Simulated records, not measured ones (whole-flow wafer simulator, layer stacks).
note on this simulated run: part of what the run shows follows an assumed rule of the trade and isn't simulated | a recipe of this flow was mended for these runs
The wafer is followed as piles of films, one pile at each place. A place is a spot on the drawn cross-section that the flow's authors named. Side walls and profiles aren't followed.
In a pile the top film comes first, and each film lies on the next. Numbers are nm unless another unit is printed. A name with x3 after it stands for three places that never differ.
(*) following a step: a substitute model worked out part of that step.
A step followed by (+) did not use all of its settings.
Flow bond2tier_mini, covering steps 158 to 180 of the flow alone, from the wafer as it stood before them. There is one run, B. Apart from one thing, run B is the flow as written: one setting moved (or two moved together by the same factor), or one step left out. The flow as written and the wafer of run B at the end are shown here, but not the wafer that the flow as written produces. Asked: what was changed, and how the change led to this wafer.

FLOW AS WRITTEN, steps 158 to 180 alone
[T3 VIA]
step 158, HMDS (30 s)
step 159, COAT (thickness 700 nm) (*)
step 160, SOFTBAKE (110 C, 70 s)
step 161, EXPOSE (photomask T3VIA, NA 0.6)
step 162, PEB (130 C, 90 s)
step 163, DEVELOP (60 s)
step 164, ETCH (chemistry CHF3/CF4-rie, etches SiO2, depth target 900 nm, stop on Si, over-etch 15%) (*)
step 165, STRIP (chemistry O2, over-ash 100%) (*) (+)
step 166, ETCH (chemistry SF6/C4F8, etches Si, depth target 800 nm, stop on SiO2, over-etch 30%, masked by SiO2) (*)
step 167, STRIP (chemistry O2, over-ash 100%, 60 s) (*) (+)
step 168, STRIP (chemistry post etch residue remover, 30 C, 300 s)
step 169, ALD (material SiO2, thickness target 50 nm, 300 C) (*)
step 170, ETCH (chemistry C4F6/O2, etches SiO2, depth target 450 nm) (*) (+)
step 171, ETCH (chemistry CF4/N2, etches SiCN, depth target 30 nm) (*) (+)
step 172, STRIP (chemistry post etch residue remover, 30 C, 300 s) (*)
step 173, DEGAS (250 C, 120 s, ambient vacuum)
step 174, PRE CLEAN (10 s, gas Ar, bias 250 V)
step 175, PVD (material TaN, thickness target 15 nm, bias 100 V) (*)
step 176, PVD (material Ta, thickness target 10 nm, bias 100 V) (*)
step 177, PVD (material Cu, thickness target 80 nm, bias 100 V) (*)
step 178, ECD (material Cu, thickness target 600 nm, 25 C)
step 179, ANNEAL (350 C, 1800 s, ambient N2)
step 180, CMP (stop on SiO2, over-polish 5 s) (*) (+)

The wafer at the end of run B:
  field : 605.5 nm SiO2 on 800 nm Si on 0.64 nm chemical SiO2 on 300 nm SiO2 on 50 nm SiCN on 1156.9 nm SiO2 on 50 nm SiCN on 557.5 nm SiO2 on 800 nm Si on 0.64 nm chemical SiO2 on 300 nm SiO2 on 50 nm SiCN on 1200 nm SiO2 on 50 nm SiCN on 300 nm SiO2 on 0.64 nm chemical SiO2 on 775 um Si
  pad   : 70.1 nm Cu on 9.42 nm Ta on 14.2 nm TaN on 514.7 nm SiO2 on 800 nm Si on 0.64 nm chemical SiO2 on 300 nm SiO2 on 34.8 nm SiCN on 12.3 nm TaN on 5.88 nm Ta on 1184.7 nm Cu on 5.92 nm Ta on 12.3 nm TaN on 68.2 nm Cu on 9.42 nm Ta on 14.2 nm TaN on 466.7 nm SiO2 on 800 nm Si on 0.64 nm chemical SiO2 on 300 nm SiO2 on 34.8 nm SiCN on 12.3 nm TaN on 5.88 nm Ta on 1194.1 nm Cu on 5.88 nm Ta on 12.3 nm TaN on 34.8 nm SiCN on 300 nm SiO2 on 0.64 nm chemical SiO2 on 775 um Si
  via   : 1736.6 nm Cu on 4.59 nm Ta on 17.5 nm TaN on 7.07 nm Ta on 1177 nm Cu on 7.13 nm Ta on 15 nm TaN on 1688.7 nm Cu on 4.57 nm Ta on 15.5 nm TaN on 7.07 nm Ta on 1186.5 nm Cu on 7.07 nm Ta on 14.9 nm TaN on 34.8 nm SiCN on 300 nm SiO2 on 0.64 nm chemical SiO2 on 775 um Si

What caused this: step 169, ALD: thickness target 44 nm was run, though the flow has thickness target 50 nm; step 170, ETCH: depth target 396 nm was run, where the flow has depth target 450 nm.

How this came from the change, step by step:
  step 169, ALD (material SiO2, thickness target 50 nm, 300 C) (*)
      field, pad, via: +44 SiO2 (in the flow as written it would be: +50 SiO2)
  step 170, ETCH (chemistry C4F6/O2, etches SiO2, depth target 450 nm) (*) (+)
      field, pad: -396 SiO2 (in the flow as written it would be: -450 SiO2)
      via: -342.1 SiO2 (all of it), -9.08 SiCN (in the flow as written it would be: -348.1 SiO2 (all of it), -17.2 SiCN)
  step 171, ETCH (chemistry CF4/N2, etches SiCN, depth target 30 nm) (*) (+)
      via: -25.7 SiCN (all of it), -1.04 TaN (in the flow as written it would be: -17.6 SiCN (all of it), -3.01 TaN)
